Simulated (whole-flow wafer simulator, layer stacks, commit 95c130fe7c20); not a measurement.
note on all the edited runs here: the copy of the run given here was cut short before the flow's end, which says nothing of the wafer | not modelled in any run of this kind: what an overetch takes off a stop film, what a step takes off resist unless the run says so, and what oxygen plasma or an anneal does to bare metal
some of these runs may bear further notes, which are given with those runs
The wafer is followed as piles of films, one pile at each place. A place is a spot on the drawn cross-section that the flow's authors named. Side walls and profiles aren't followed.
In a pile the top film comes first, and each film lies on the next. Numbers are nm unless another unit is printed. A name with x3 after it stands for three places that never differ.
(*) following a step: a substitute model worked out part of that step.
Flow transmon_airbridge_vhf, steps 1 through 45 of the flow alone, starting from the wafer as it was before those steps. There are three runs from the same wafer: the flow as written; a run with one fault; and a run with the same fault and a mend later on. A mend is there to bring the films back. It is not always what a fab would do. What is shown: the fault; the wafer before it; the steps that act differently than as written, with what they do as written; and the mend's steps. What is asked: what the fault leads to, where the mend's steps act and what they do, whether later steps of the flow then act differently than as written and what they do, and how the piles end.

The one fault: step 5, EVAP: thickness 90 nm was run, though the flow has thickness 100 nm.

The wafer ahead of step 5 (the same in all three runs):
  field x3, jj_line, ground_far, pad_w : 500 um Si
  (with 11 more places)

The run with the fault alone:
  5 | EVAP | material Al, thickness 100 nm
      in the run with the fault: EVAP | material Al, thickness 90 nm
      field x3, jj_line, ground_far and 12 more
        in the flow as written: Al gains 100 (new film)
        in the run with the fault: Al gains 90 (new film)
  Steps further on in the flow that do not act as written (not shown: 18 more steps that differ only slightly, by at most 2% or 0.5 nm, whichever is larger):
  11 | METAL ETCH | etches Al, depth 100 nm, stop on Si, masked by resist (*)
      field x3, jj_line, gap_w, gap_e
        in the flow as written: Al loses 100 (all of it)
        in the run with the fault: Al loses 90 (all of it)
  By the end, the piles at ground_far, flank_w, cpw_trace, flank_e, trace_open_s x2, margin_s, bridge_strip, margin_n depart from the flow's by more than 2% or 0.5 nm, whichever is larger.
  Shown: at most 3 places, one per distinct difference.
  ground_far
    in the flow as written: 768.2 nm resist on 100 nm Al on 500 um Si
    in the run with the fault: 768.2 nm resist on 90 nm Al on 500 um Si
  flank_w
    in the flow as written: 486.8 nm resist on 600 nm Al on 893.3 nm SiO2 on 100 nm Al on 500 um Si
    in the run with the fault: 488 nm resist on 600 nm Al on 893.3 nm SiO2 on 90 nm Al on 500 um Si
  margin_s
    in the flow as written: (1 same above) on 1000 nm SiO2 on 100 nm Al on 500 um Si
    in the run with the fault: (1 same above) on 1000 nm SiO2 on 90 nm Al on 500 um Si

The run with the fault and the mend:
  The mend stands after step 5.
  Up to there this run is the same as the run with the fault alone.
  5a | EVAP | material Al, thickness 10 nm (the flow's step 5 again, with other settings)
      field x3, jj_line, ground_far and 12 more
        Al gains 10
  None of the later steps of the flow acts differently than as written at any place that is followed.
  The piles end the same as the flow's at every place that both follow.
